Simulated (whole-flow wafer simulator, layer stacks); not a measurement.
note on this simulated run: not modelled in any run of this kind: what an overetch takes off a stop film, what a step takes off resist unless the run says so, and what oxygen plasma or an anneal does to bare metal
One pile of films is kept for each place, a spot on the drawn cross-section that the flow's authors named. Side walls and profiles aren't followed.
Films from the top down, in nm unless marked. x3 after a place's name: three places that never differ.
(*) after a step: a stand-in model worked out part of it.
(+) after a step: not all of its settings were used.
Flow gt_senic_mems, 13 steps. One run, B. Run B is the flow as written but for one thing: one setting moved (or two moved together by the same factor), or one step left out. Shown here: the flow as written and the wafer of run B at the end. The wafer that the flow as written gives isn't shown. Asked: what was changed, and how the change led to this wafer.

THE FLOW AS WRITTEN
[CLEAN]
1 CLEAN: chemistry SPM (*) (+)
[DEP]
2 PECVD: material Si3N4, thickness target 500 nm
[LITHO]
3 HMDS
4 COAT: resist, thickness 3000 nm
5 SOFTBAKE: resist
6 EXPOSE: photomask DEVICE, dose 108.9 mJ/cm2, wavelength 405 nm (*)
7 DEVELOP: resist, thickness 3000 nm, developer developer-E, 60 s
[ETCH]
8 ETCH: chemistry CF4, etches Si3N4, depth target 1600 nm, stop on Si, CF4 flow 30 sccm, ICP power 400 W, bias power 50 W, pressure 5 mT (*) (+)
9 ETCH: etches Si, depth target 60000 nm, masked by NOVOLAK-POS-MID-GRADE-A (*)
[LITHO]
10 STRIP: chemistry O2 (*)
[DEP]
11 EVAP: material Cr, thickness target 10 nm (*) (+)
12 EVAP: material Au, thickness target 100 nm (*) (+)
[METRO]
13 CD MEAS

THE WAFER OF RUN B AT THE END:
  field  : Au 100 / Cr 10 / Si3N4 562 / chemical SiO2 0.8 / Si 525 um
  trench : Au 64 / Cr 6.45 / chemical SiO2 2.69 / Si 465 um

The cause: step 2, PECVD: thickness target 562 nm was run, where the flow has thickness target 500 nm.
It can be read off the wafer: field has Si3N4 562, and step 2 as written asks for 500 nm.

How the change led to this, step by step:
  2 PECVD: material Si3N4, thickness target 500 nm
      field, trench: Si3N4 +562 (new film) (as written it would be: Si3N4 +500 (new film))
  8 ETCH: chemistry CF4, etches Si3N4, depth target 1600 nm, stop on Si, CF4 flow 30 sccm, ICP power 400 W, bias power 50 W, pressure 5 mT (*) (+)
      field: resist -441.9 (as written it would be: resist -400.5)
      trench: Si3N4 -562 (all of it), chemical SiO2 -0.8 (all of it) (as written it would be: Si3N4 -500 (all of it), chemical SiO2 -0.8 (all of it))
  10 STRIP: chemistry O2 (*)
      field: resist -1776 (all of it) (as written it would be: resist -1817.3 (all of it))
